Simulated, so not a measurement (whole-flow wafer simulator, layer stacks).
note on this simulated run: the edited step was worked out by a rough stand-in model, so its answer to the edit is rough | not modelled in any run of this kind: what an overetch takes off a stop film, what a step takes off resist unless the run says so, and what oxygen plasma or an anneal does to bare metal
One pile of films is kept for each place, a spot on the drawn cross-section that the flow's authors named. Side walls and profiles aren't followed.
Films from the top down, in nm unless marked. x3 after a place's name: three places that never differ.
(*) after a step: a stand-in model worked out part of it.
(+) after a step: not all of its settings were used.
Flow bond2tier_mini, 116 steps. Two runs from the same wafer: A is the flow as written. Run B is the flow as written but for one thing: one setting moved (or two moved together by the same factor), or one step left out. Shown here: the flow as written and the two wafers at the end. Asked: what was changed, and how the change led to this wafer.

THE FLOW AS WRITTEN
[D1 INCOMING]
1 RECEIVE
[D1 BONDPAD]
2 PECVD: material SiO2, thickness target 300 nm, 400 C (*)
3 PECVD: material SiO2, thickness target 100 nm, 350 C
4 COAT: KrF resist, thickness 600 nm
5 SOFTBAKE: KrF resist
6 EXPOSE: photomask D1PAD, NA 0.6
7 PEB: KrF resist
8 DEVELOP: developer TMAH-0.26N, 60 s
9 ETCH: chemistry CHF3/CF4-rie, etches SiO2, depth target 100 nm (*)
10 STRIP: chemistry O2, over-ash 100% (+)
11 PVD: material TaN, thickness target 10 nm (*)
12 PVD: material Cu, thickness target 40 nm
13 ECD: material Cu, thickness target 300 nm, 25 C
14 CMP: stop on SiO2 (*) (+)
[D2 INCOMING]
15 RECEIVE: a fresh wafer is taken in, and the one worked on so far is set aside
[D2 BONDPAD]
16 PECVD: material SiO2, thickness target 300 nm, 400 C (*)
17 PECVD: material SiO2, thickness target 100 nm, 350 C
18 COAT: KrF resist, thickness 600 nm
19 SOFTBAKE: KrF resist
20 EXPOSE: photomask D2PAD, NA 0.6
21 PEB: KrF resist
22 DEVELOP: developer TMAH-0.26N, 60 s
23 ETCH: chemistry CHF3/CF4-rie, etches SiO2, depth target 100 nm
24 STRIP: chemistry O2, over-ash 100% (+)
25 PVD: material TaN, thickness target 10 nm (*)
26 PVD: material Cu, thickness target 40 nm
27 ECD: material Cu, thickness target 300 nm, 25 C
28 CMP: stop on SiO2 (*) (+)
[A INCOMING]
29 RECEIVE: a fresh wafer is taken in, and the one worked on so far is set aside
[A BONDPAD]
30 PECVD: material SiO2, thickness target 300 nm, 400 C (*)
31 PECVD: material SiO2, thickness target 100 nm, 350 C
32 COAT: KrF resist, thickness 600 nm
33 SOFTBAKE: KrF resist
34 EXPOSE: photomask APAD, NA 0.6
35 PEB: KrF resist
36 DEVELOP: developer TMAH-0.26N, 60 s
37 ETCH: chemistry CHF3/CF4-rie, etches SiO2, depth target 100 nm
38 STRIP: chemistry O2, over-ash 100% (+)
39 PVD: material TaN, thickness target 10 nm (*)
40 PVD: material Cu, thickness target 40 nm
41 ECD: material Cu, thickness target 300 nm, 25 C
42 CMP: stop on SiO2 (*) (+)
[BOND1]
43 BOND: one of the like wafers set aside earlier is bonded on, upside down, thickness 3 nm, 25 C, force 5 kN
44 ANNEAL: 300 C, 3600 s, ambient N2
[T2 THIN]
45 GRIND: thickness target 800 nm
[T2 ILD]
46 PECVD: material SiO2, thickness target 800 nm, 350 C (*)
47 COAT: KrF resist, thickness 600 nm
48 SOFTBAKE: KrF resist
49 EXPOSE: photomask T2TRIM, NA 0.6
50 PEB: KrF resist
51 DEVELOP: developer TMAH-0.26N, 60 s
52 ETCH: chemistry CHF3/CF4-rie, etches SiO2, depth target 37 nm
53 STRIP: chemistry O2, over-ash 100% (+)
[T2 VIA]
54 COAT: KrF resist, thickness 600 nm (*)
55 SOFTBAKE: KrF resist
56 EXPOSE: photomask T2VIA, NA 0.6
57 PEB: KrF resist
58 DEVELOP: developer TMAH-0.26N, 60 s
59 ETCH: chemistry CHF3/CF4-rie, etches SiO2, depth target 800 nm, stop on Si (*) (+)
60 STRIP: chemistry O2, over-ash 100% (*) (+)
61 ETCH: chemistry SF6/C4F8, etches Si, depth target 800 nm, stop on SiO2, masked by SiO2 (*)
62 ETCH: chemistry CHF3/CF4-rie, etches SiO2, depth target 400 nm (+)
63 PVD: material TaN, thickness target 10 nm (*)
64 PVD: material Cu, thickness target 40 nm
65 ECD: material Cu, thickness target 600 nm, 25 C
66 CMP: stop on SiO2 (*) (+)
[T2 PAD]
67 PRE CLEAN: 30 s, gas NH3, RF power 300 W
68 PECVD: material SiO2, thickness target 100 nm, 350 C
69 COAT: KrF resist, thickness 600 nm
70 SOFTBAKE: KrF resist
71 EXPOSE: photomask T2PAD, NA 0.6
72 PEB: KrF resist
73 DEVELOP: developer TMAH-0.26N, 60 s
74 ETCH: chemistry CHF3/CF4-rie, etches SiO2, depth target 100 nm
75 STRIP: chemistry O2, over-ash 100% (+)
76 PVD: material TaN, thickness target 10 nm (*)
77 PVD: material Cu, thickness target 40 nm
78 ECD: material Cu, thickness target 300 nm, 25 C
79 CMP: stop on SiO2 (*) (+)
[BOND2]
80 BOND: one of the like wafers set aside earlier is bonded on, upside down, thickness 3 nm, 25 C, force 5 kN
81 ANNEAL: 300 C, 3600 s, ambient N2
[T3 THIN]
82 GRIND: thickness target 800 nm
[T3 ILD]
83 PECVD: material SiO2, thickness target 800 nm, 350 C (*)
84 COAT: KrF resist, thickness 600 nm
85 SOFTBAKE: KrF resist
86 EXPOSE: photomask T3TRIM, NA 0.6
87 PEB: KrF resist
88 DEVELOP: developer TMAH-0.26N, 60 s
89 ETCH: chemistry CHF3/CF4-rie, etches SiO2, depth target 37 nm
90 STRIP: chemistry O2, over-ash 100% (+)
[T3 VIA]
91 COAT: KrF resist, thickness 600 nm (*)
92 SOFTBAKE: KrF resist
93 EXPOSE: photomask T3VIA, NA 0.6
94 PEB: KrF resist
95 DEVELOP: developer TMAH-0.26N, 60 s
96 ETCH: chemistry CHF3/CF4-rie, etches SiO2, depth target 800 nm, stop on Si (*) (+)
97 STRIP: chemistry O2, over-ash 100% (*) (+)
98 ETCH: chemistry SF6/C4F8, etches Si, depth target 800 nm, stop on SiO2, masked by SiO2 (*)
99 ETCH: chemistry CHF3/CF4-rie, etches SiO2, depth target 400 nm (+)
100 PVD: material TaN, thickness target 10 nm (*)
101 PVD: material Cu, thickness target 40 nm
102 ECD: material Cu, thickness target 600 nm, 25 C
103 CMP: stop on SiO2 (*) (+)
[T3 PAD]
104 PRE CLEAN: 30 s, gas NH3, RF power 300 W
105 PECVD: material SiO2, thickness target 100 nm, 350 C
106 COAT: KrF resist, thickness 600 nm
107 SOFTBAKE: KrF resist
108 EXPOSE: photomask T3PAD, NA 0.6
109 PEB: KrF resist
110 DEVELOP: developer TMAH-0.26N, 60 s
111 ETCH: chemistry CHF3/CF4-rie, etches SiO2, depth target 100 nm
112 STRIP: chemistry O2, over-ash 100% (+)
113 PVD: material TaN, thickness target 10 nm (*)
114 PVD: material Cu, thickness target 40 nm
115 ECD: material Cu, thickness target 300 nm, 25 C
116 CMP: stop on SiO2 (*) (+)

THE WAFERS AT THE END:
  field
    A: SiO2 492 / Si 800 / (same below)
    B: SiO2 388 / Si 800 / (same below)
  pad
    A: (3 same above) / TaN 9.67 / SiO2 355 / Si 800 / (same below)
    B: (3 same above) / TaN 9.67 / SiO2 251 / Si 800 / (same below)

The cause: step 83, PECVD: thickness target 696 nm was run, where the flow has thickness target 800 nm.

How the change led to this, step by step:
  83 PECVD: material SiO2, thickness target 800 nm, 350 C (*)
      field, pad: A SiO2 +800 (new film) | B SiO2 +696 (new film)
